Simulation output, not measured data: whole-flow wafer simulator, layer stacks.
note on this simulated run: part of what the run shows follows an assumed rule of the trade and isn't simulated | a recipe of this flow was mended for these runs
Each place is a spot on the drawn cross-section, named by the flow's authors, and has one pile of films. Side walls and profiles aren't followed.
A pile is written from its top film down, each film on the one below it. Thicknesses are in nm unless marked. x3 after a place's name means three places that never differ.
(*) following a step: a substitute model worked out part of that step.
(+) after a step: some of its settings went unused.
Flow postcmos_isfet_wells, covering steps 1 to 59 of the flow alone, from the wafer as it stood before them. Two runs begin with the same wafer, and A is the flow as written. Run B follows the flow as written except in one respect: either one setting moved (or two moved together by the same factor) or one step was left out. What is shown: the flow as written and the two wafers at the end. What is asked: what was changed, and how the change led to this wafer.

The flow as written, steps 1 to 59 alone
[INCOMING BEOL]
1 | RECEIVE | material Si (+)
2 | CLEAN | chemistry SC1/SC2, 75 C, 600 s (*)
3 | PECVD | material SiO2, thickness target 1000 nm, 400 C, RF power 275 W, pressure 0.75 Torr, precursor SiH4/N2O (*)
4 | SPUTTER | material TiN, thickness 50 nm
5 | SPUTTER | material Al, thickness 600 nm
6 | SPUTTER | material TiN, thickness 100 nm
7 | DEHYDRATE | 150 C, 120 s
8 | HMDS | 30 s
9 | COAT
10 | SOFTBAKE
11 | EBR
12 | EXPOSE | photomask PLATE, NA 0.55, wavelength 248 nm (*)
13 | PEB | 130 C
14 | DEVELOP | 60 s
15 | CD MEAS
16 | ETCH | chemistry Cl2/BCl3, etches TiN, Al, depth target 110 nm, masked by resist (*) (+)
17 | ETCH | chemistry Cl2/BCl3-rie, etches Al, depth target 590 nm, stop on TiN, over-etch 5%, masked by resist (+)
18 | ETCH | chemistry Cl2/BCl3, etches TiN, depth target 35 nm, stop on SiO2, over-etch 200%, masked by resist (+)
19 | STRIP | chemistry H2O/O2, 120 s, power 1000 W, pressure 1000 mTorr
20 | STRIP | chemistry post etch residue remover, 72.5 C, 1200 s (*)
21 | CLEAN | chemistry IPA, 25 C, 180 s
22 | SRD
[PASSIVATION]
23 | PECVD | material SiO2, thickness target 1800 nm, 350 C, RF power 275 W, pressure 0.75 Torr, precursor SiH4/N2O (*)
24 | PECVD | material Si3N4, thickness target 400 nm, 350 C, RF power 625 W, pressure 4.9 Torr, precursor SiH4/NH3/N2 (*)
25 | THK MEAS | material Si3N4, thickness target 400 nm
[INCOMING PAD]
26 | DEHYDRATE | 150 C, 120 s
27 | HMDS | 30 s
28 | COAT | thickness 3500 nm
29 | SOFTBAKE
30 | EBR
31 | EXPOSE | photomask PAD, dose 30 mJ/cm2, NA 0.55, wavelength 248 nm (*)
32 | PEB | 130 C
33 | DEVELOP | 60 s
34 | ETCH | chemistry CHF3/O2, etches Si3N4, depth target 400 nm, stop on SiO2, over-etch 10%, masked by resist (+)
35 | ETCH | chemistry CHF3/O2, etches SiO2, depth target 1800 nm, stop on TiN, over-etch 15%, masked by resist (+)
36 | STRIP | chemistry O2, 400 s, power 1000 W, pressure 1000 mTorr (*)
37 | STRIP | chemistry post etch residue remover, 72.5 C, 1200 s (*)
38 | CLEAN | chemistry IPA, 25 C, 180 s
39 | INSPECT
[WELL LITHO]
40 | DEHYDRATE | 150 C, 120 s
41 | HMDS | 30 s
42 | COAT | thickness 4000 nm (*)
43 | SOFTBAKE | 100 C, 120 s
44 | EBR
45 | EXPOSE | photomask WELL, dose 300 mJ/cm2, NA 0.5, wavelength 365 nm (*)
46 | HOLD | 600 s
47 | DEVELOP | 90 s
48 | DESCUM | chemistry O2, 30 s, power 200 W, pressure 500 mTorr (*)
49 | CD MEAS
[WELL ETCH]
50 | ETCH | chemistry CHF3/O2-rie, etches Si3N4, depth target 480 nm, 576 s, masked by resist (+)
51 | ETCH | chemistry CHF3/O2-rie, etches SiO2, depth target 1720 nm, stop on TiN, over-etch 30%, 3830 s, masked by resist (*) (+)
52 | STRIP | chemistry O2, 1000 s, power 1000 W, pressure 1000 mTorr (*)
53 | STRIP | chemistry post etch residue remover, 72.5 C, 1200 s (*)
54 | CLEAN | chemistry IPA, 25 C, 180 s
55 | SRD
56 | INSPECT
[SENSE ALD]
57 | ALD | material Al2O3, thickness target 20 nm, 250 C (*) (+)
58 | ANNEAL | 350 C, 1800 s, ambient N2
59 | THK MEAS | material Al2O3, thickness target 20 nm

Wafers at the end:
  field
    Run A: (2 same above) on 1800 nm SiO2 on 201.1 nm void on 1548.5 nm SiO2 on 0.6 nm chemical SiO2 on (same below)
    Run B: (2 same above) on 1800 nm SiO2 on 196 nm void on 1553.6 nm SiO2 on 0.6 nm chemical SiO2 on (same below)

Cause: step 16, ETCH: depth target 84 nm was run, while the flow as written has depth target 110 nm.

How this came from the change, step by step:
  16 | ETCH | chemistry Cl2/BCl3, etches TiN, Al, depth target 110 nm, masked by resist (*) (+)
      field: A -100 TiN (all of it), -10 Al | B -84 TiN
      margin x2, well900 x4, pad_clr, pad_open: A -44 thick-KrF-resist | B -33.6 thick-KrF-resist
  17 | ETCH | chemistry Cl2/BCl3-rie, etches Al, depth target 590 nm, stop on TiN, over-etch 5%, masked by resist (+)
      field: A -590 Al (all of it), -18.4 TiN | B -16 TiN (all of it), -564.4 Al
  18 | ETCH | chemistry Cl2/BCl3, etches TiN, depth target 35 nm, stop on SiO2, over-etch 200%, masked by resist (+)
      field: A -31.6 TiN (all of it), -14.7 SiO2 | B -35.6 Al (all of it), -50 TiN (all of it), -8.01 SiO2
      margin x2, well900 x4, pad_clr, pad_open: A -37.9 thick-KrF-resist | B -42 thick-KrF-resist
  23 | PECVD | material SiO2, thickness target 1800 nm, 350 C, RF power 275 W, pressure 0.75 Torr, precursor SiH4/N2O (*)
      field: A +1800 SiO2 (new film), +201.1 void (new film), +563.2 SiO2 | B +1800 SiO2 (new film), +196 void (new film), +561.6 SiO2
